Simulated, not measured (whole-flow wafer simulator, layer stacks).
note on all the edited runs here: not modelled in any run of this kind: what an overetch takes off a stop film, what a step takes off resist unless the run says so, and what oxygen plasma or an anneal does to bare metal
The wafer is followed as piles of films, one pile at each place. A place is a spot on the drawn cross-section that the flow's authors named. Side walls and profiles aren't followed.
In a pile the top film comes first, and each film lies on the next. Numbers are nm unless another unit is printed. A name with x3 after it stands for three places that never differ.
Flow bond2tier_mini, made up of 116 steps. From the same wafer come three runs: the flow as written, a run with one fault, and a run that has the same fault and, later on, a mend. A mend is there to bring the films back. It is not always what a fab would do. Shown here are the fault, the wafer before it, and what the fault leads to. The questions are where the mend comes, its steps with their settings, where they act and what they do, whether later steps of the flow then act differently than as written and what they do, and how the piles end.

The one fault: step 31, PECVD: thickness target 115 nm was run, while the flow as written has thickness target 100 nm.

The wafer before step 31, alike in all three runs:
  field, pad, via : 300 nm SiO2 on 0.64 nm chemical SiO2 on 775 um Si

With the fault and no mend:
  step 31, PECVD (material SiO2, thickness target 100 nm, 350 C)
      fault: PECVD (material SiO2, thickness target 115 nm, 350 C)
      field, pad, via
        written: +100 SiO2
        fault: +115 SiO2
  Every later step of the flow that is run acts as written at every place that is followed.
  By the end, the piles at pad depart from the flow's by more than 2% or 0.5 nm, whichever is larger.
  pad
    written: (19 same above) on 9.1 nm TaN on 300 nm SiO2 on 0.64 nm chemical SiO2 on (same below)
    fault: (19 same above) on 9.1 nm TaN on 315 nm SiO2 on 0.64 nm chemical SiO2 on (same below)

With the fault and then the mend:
  The mend follows step 31.
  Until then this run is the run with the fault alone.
  step 31a, ETCH (chemistry CHF3/CF4-rie, etches SiO2, depth target 15 nm) (the flow's step 9 again, with other settings)
      field, pad, via
        -15 SiO2
  Every later step of the flow that is run acts as written at every place that is followed.
  By the end, the piles equal the flow's at every place that both follow.
